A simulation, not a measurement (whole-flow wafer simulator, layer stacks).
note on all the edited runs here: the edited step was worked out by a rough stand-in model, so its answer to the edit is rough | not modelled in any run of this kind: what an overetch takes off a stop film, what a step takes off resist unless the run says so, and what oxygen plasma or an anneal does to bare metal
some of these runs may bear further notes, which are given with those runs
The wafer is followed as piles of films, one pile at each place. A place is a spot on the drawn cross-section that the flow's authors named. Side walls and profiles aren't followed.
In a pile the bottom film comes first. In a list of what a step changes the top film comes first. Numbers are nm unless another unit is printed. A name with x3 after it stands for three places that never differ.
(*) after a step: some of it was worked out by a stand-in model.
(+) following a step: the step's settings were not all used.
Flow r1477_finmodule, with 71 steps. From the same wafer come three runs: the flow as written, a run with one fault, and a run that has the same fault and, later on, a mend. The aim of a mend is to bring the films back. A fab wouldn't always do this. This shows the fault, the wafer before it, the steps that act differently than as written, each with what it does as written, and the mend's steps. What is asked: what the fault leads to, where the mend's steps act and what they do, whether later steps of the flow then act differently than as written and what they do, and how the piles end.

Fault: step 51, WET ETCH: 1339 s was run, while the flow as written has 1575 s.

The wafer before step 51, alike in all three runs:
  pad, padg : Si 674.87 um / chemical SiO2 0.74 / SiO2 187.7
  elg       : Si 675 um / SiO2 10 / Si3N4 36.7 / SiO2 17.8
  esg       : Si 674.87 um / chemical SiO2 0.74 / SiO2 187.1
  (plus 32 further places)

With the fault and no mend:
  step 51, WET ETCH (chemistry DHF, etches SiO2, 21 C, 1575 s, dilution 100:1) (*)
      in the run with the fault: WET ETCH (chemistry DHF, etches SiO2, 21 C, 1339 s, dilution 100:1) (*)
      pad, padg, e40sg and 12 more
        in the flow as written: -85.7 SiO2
        in the run with the fault: -72.8 SiO2
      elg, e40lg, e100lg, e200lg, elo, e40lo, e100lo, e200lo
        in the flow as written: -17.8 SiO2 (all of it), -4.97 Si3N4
        in the run with the fault: -17.8 SiO2 (all of it), -4.01 Si3N4
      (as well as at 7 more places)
  Steps later in the flow that act otherwise than as written (1 more step, not shown, differs only slightly: by at most 2% or 0.5 nm, whichever is larger):
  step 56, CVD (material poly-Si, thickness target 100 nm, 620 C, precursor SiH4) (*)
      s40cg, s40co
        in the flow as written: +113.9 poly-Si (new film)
        in the run with the fault: +102.1 poly-Si (new film)
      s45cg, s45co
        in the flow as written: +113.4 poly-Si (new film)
        in the run with the fault: +101.5 poly-Si (new film)
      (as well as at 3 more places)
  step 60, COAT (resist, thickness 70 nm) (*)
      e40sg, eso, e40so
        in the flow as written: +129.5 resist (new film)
        in the run with the fault: +118.2 resist (new film)
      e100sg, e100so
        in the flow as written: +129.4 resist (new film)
        in the run with the fault: +118.2 resist (new film)
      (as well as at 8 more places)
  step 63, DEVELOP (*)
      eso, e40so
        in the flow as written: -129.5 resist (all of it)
        in the run with the fault: -118.2 resist (all of it)
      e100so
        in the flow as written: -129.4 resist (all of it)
        in the run with the fault: -118.2 resist (all of it)
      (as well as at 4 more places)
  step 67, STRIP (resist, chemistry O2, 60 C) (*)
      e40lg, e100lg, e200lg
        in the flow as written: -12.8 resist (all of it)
        in the run with the fault: -13.4 resist (all of it)
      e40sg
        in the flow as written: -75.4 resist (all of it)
        in the run with the fault: -64.1 resist (all of it)
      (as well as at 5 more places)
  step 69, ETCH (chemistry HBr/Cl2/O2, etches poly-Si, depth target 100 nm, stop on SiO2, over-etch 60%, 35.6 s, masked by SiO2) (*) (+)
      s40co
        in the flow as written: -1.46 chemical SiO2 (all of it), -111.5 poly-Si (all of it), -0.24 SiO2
        in the run with the fault: -1.4 chemical SiO2 (all of it), -99.7 poly-Si (all of it), -0.32 SiO2
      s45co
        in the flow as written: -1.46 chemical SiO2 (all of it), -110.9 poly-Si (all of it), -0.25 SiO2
        in the run with the fault: -1.4 chemical SiO2 (all of it), -99.1 poly-Si (all of it), -0.34 SiO2
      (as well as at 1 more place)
  By the end, the piles at pad, padg, elg and 27 more depart from the flow's by more than 2% or 0.5 nm, whichever is larger.
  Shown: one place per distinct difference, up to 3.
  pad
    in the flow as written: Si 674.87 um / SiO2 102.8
    in the run with the fault: Si 674.87 um / SiO2 115.6
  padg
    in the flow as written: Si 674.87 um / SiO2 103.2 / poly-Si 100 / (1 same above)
    in the run with the fault: Si 674.87 um / SiO2 116.1 / poly-Si 100 / (1 same above)
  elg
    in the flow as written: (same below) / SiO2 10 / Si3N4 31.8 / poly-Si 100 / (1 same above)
    in the run with the fault: (same below) / SiO2 10 / Si3N4 32.7 / poly-Si 100 / (1 same above)

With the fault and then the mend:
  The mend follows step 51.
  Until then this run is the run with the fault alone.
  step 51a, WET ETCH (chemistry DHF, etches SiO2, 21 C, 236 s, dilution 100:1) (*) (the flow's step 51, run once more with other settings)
      pad, padg, e40sg and 12 more
        -12.8 SiO2
      elg, e40lg, e100lg, e200lg, elo, e40lo, e100lo, e200lo
        -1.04 Si3N4
      esg, s40cg, s45cg, s50cg, s40co, s45co, s50co
        -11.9 SiO2
  Later steps of the flow that are run all act as written at every place that is followed, up to a difference of at most 2% or 0.5 nm, whichever is larger.
  At the end the piles are close to the flow's at the places that both follow, differing by at most 2% or 0.5 nm, whichever is larger.
